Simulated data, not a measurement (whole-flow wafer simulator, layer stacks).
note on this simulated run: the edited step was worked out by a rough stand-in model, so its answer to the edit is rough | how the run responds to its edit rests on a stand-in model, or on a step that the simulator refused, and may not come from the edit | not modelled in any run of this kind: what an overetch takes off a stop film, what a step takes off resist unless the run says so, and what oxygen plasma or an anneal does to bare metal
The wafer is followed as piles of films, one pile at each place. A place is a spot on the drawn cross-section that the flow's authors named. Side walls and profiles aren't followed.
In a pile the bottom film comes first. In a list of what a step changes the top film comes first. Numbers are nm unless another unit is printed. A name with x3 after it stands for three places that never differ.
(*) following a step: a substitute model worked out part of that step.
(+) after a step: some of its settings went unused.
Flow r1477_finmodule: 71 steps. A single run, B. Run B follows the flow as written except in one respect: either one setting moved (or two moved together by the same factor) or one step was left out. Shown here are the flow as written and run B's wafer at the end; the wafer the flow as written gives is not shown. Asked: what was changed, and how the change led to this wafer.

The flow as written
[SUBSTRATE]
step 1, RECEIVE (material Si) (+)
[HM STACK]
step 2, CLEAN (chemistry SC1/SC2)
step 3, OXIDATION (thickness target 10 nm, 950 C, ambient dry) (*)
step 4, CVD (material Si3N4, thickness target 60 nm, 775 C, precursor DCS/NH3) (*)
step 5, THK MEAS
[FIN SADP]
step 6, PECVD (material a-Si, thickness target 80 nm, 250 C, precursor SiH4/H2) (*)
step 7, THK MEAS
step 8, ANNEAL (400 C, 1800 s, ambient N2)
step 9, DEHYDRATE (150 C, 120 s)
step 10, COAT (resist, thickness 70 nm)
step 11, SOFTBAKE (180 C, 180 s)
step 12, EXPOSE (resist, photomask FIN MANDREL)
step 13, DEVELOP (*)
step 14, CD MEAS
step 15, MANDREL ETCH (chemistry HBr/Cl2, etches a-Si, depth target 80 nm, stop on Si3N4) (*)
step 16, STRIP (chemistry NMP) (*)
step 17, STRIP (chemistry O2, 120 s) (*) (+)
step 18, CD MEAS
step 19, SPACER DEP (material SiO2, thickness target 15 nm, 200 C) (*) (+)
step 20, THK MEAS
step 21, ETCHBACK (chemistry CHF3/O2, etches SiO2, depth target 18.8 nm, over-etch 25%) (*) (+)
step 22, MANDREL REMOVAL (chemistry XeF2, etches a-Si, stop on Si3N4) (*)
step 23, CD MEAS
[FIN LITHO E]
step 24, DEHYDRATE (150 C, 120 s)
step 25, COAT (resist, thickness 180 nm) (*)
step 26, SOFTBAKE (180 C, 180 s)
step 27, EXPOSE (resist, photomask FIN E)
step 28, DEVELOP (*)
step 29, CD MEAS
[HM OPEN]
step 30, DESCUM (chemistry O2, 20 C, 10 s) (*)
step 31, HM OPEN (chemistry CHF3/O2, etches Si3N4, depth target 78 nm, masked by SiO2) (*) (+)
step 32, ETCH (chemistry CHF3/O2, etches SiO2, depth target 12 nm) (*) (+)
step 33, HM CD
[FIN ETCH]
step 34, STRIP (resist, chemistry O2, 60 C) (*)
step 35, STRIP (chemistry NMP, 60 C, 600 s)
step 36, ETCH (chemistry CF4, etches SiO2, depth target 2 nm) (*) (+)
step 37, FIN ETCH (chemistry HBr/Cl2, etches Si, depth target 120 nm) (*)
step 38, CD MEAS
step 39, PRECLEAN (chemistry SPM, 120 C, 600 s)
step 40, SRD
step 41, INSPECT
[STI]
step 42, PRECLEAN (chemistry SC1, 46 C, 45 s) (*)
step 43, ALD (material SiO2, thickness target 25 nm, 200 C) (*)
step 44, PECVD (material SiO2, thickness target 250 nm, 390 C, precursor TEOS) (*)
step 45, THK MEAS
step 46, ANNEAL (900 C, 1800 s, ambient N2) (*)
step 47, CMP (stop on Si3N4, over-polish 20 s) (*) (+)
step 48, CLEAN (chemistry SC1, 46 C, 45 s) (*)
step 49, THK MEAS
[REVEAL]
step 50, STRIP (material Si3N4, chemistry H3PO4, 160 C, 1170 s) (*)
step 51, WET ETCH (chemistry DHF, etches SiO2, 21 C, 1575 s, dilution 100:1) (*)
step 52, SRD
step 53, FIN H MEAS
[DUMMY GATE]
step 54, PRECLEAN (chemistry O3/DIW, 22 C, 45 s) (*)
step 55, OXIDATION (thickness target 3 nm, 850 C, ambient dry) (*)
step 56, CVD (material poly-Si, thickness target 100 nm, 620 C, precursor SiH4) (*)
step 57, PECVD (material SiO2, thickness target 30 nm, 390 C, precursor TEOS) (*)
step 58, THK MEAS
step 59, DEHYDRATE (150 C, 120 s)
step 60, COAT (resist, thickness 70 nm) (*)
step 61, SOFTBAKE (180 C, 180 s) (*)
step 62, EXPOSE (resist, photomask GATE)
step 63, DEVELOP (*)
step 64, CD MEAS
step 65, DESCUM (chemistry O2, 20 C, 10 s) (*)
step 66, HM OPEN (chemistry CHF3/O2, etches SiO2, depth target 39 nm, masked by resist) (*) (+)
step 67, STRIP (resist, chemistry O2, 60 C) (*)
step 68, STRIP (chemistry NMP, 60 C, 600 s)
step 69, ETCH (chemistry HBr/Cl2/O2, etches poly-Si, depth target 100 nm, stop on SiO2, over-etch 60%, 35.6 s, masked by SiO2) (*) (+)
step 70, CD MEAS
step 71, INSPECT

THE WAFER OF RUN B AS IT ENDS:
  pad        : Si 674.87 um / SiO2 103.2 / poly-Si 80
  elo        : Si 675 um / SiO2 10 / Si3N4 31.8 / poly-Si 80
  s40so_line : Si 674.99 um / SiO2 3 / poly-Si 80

Cause: step 57, PECVD: thickness target 44.2 nm was run, though the flow has thickness target 30 nm.

How this came from the change, step by step:
  step 57, PECVD (material SiO2, thickness target 30 nm, 390 C, precursor TEOS) (*)
      pad, padg, elg and 33 more: +44.2 SiO2 (new film) (in the flow as written it would be: +30 SiO2 (new film))
  step 66, HM OPEN (chemistry CHF3/O2, etches SiO2, depth target 39 nm, masked by resist) (*) (+)
      pad, elo, eso and 15 more: -39 SiO2 (in the flow as written it would be: -30 SiO2 (all of it), -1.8 poly-Si)
  step 67, STRIP (resist, chemistry O2, 60 C) (*)
      pad, elo, eso and 15 more: nothing (in the flow as written it would be: +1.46 chemical SiO2 (new film), -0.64 poly-Si)
  step 69, ETCH (chemistry HBr/Cl2/O2, etches poly-Si, depth target 100 nm, stop on SiO2, over-etch 60%, 35.6 s, masked by SiO2) (*) (+)
      pad, eso, e40so and 8 more: -5.2 SiO2 (all of it), -20 poly-Si (in the flow as written it would be: -1.46 chemical SiO2 (all of it), -97.6 poly-Si (all of it), -0.42 SiO2)
      elo, e40lo, e100lo, e200lo: -5.2 SiO2 (all of it), -20 poly-Si (in the flow as written it would be: -1.46 chemical SiO2 (all of it), -97.6 poly-Si (all of it), -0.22 Si3N4)
      (also at 3 further places)
